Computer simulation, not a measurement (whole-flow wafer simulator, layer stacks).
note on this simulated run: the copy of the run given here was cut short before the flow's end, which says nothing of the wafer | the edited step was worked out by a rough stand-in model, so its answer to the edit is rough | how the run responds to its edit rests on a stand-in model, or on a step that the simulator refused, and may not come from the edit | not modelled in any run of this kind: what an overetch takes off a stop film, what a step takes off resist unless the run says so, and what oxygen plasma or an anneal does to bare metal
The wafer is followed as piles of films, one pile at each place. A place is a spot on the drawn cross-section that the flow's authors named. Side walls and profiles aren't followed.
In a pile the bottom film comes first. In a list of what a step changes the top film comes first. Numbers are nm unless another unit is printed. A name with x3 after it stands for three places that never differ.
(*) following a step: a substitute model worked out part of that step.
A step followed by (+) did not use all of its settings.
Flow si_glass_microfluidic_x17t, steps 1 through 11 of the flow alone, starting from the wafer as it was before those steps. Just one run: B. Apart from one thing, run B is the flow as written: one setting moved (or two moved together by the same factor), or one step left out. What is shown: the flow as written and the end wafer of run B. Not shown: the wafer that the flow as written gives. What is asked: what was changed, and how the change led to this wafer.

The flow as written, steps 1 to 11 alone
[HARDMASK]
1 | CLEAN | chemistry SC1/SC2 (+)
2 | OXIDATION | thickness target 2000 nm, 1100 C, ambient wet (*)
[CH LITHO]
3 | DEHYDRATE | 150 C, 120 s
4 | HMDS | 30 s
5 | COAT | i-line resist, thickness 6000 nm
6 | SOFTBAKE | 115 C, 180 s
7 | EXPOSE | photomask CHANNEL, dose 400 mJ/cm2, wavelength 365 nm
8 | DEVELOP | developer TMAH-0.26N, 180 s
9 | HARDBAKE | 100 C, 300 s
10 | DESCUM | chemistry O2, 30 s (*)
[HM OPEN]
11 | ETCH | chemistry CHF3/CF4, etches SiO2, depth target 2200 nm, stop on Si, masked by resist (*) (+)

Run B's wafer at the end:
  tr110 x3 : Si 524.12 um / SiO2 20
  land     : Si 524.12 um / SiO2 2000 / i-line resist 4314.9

The reason: step 11, ETCH: depth target 1980 nm was run, though the flow has depth target 2200 nm.

The path from the change to this, step by step:
  11 | ETCH | chemistry CHF3/CF4, etches SiO2, depth target 2200 nm, stop on Si, masked by resist (*) (+)
      tr110 x3: -1980 SiO2 (as written it would have been: -2000 SiO2 (all of it))
      land: -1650 i-line resist (as written it would have been: -1833.3 i-line resist)
